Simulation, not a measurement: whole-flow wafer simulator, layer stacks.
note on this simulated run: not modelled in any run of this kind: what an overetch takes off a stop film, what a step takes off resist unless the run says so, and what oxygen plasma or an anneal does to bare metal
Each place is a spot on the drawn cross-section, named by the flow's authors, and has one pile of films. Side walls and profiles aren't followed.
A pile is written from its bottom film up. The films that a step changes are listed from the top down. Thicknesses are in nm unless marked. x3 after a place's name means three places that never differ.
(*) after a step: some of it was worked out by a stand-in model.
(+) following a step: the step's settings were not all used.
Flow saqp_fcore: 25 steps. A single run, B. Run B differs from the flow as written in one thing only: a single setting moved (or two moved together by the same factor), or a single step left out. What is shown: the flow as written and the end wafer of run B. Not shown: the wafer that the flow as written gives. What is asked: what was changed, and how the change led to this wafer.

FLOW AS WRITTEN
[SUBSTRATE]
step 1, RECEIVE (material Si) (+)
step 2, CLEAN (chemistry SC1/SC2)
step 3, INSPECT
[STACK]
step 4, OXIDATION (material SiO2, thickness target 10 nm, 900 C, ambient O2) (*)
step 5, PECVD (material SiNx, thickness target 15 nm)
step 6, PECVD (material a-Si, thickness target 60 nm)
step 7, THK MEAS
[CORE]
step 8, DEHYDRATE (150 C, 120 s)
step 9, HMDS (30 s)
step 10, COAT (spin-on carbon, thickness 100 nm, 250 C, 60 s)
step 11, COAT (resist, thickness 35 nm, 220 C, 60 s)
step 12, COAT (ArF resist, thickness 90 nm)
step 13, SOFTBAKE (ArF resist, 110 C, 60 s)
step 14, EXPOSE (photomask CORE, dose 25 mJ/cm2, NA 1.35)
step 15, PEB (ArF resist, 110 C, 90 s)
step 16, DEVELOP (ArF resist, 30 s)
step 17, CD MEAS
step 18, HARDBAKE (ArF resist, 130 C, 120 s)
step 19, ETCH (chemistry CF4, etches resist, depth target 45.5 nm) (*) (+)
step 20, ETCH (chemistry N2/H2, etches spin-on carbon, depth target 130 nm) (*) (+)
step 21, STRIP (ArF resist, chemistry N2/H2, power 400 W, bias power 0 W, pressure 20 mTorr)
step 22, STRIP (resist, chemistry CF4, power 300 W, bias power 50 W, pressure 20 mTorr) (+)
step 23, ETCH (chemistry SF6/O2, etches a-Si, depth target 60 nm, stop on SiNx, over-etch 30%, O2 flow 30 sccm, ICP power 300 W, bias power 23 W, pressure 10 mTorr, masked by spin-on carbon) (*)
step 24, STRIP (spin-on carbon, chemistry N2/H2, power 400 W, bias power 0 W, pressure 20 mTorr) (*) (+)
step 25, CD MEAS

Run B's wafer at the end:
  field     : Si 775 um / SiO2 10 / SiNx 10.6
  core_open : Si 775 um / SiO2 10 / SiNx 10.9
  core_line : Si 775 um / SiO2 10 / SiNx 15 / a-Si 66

The reason: step 6, PECVD: thickness target 66 nm was run, while the flow as written has thickness target 60 nm.
One can read it off the wafer: core_line has a-Si 66, and step 6 as written asks for 60 nm.

The path from the change to this, step by step:
  step 6, PECVD (material a-Si, thickness target 60 nm)
      field, core_open, core_line: a-Si gains 66 (new film) (as written it would have been: a-Si gains 60 (new film))
  step 23, ETCH (chemistry SF6/O2, etches a-Si, depth target 60 nm, stop on SiNx, over-etch 30%, O2 flow 30 sccm, ICP power 300 W, bias power 23 W, pressure 10 mTorr, masked by spin-on carbon) (*)
      field: a-Si loses 42.9 (all of it), SiNx loses 4.39 (as written it would have been: a-Si loses 36.9 (all of it), SiNx loses 5.14)
      core_open: a-Si loses 45.4 (all of it), SiNx loses 4.07 (as written it would have been: a-Si loses 39.4 (all of it), SiNx loses 4.82)
      (and at 1 other place as well)
